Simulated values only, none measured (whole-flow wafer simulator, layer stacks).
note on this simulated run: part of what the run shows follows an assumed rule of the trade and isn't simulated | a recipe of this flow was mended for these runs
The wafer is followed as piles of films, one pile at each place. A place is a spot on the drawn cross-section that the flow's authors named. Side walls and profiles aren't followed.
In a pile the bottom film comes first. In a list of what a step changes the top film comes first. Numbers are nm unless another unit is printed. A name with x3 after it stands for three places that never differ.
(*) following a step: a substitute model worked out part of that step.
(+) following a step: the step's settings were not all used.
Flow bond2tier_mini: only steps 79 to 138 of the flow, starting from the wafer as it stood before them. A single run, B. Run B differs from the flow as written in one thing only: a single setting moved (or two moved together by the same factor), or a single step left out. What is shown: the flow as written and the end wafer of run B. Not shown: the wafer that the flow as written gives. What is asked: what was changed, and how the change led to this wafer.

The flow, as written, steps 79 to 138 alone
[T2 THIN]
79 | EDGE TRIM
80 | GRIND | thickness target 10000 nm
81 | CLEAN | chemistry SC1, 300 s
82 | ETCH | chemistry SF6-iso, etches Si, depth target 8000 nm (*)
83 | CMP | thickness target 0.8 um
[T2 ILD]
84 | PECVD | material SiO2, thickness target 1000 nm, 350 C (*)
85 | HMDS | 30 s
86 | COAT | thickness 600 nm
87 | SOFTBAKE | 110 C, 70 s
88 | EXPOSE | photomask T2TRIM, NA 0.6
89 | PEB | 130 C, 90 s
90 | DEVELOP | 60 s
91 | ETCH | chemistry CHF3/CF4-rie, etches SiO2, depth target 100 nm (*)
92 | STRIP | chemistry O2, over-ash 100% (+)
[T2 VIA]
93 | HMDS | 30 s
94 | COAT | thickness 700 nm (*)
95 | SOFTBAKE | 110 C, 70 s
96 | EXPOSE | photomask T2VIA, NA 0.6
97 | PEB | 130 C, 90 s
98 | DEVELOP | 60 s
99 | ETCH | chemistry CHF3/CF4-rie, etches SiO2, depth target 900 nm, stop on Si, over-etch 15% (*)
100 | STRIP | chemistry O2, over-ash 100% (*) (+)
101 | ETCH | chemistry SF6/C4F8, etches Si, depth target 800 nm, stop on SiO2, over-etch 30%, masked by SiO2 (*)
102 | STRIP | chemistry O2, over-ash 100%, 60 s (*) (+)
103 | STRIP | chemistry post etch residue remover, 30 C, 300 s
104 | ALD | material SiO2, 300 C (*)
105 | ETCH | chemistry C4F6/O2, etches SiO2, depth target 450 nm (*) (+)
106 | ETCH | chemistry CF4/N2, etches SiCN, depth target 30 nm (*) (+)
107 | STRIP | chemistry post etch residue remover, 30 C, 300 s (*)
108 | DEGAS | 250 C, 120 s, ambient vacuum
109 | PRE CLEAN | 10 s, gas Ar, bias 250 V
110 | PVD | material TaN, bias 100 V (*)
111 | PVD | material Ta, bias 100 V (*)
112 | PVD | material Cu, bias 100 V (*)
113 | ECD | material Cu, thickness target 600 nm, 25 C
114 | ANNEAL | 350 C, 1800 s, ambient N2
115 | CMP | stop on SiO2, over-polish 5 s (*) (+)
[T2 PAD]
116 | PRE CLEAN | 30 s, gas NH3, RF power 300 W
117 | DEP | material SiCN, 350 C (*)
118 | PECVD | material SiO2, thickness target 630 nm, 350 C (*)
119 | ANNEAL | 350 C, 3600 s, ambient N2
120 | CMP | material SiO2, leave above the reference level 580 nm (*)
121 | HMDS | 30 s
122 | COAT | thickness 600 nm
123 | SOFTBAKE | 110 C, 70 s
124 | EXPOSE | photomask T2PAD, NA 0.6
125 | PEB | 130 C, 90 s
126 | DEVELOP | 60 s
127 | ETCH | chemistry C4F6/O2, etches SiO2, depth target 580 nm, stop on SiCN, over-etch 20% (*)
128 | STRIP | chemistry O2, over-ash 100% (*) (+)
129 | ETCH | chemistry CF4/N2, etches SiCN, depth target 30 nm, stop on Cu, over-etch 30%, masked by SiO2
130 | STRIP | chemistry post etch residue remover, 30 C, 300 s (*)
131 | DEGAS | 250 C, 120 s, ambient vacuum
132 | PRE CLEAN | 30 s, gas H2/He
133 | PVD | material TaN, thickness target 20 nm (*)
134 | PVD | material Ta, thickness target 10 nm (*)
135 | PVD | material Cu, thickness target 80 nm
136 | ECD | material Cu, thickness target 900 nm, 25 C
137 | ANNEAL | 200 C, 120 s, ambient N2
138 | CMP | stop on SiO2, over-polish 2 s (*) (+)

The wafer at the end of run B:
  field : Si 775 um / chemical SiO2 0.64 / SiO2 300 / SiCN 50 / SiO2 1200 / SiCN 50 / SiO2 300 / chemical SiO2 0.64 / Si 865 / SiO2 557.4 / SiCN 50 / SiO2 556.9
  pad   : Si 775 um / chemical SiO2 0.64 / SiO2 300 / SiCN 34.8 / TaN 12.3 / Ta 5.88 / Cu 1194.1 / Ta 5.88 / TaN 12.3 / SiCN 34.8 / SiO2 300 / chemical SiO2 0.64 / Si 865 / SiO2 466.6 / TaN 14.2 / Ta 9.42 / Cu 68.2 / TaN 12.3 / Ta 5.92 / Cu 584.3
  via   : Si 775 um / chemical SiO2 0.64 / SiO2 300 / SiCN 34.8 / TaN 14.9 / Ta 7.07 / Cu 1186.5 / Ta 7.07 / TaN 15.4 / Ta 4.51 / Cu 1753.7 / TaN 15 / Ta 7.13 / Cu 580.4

What caused this: step 83, CMP: thickness target 0.865 um was run, though the flow has thickness target 0.8 um.

The path from the change to this, step by step:
  83 | CMP | thickness target 0.8 um
      field, pad, via: -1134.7 Si (it would be, as written: -1199.7 Si)
  101 | ETCH | chemistry SF6/C4F8, etches Si, depth target 800 nm, stop on SiO2, over-etch 30%, masked by SiO2 (*)
      via: -853.8 Si (all of it), -0.64 chemical SiO2 (all of it), -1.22 SiO2 (it would be, as written: -788.8 Si (all of it), -0.64 chemical SiO2 (all of it), -1.87 SiO2)
  113 | ECD | material Cu, thickness target 600 nm, 25 C
      via: +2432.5 Cu (it would be, as written: +2367 Cu)
